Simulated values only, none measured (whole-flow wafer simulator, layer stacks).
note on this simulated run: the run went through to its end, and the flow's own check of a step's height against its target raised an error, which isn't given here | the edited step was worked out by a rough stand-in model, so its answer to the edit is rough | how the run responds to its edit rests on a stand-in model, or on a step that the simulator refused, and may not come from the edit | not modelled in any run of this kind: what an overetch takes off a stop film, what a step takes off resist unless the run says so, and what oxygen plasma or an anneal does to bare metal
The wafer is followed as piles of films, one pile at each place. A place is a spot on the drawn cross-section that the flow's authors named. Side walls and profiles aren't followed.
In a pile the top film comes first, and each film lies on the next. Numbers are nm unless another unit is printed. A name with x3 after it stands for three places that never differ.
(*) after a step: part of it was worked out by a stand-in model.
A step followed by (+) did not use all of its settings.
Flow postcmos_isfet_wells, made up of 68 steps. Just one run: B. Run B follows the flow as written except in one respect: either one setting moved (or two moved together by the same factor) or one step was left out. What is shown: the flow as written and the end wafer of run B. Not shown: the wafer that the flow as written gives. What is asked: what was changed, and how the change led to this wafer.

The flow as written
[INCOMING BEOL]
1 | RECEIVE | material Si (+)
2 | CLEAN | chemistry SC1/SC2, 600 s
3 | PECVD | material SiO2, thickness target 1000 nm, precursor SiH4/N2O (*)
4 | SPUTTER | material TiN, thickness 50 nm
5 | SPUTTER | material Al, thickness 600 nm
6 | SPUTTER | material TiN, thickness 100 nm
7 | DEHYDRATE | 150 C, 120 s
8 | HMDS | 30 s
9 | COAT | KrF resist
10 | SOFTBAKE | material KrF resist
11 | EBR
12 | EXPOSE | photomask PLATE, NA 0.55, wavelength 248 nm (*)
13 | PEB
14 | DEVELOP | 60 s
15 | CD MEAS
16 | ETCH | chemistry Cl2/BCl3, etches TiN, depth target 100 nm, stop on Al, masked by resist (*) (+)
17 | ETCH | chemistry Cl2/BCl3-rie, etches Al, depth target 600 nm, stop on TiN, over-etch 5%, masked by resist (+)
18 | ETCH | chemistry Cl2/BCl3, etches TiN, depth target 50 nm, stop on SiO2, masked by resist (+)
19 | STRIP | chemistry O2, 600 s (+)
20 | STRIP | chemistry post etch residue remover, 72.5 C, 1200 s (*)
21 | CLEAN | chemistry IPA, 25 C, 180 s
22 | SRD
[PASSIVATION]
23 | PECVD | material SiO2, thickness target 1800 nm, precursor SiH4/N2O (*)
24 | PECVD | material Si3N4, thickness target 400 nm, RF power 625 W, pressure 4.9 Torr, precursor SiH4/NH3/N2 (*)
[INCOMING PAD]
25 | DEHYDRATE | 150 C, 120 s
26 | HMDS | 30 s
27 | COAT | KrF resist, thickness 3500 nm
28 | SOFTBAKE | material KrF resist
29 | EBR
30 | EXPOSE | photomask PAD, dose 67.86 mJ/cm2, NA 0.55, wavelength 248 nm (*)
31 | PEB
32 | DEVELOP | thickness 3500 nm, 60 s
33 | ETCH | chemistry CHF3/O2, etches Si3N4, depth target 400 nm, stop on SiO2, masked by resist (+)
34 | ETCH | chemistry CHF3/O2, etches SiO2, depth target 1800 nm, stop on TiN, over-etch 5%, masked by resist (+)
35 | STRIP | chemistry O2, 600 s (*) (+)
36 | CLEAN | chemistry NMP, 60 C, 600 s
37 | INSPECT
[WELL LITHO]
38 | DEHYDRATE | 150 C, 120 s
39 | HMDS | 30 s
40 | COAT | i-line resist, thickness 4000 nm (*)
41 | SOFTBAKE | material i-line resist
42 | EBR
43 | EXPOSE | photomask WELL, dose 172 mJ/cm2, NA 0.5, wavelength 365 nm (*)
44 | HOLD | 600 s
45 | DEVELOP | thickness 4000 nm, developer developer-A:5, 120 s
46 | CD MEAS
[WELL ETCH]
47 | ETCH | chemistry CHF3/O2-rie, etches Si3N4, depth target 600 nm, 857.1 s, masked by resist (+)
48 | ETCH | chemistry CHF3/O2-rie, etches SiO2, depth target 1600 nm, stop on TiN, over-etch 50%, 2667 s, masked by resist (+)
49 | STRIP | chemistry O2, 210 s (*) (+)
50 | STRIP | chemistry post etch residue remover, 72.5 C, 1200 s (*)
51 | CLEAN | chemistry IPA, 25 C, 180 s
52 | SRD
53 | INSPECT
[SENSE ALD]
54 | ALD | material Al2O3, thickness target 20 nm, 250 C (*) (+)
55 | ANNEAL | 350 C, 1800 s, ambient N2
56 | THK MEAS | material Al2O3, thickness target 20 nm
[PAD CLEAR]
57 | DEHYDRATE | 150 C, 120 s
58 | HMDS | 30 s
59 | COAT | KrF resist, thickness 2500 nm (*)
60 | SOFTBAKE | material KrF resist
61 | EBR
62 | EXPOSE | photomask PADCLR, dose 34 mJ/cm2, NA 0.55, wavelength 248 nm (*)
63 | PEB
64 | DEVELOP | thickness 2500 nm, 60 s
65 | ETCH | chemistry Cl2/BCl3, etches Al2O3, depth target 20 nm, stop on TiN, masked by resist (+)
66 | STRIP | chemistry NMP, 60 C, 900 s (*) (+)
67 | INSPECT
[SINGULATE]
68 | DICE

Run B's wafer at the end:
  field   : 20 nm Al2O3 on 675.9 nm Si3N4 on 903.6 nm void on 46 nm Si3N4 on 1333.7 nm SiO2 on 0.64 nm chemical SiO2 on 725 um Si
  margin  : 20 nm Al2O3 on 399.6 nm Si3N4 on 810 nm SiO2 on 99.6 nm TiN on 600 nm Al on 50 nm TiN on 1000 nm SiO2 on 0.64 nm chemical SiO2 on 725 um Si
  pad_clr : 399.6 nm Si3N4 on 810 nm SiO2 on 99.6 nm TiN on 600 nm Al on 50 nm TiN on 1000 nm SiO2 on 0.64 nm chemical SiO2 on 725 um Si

What caused this: step 23, PECVD: thickness target 810 nm was run, though the flow has thickness target 1800 nm.
The wafer lets one read it off: margin has SiO2 810, and step 23 as written asks for 1800 nm.

The path from the change to this, step by step:
  23 | PECVD | material SiO2, thickness target 1800 nm, precursor SiH4/N2O (*)
      field: +333.7 SiO2 (in the flow as written it would be: +1800 SiO2 (new film), +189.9 void (new film), +559.7 SiO2)
      margin, well900, well1300 x3, pad_rim, pad_clr, pad_open: +810 SiO2 (new film) (in the flow as written it would be: +1800 SiO2 (new film))
  24 | PECVD | material Si3N4, thickness target 400 nm, RF power 625 W, pressure 4.9 Torr, precursor SiH4/NH3/N2 (*)
      field: +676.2 Si3N4 (new film), +903.6 void (new film), +46 Si3N4 (new film) (in the flow as written it would be: +400 Si3N4 (new film))
  34 | ETCH | chemistry CHF3/O2, etches SiO2, depth target 1800 nm, stop on TiN, over-etch 5%, masked by resist (+)
      field, margin, well900, well1300 x3, pad_rim, pad_clr: -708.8 KrF resist (in the flow as written it would be: -1500 KrF resist)
      pad_open: -810 SiO2 (all of it) (in the flow as written it would be: -1800 SiO2 (all of it))
  35 | STRIP | chemistry O2, 600 s (*) (+)
      field, margin, well900, well1300 x3, pad_rim, pad_clr: -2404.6 KrF resist (all of it) (in the flow as written it would be: -1613.3 KrF resist (all of it))
  40 | COAT | i-line resist, thickness 4000 nm (*)
      pad_clr: +3575.3 i-line resist (new film) (in the flow as written it would be: +3256.8 i-line resist (new film))
      pad_open: +4446.9 i-line resist (new film) (in the flow as written it would be: +4804.7 i-line resist (new film))
  41 | SOFTBAKE | material i-line resist
      pad_clr: -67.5 i-line resist (in the flow as written it would be: -156.7 i-line resist)
      pad_open: +67.4 i-line resist (in the flow as written it would be: +115.3 i-line resist)
  48 | ETCH | chemistry CHF3/O2-rie, etches SiO2, depth target 1600 nm, stop on TiN, over-etch 50%, 2667 s, masked by resist (+)
      well900, well1300 x3: -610 SiO2 (all of it) (in the flow as written it would be: -1600 SiO2 (all of it))
  49 | STRIP | chemistry O2, 210 s (*) (+)
      pad_clr: -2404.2 i-line resist (all of it) (in the flow as written it would be: -1996.5 i-line resist (all of it))
      pad_open: -3410.6 i-line resist (all of it) (in the flow as written it would be: -3816.3 i-line resist (all of it))
  59 | COAT | KrF resist, thickness 2500 nm (*)
      field: +1921.9 KrF resist (new film) (in the flow as written it would be: +1449 KrF resist (new film))
      margin: +1921.9 KrF resist (new film) (in the flow as written it would be: +1448.9 KrF resist (new film))
      (and at 3 other places as well)
  60 | SOFTBAKE | material KrF resist
      pad_clr: -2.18 KrF resist (in the flow as written it would be: -3.77 KrF resist)
  63 | PEB
      field, margin: -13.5 KrF resist (in the flow as written it would be: -10.1 KrF resist)
      pad_rim: -15.6 KrF resist (in the flow as written it would be: -13.9 KrF resist)
      (and at 2 other places as well)
  64 | DEVELOP | thickness 2500 nm, 60 s
      pad_clr: -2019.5 KrF resist (all of it) (in the flow as written it would be: -1676 KrF resist (all of it))
      pad_open: -2793.8 KrF resist (all of it) (in the flow as written it would be: -3045.1 KrF resist (all of it))
  66 | STRIP | chemistry NMP, 60 C, 900 s (*) (+)
      field: -1869.7 KrF resist (all of it) (in the flow as written it would be: -1400.1 KrF resist (all of it))
      margin: -1869.6 KrF resist (all of it) (in the flow as written it would be: -1400.1 KrF resist (all of it))
      (and at 1 other place as well)
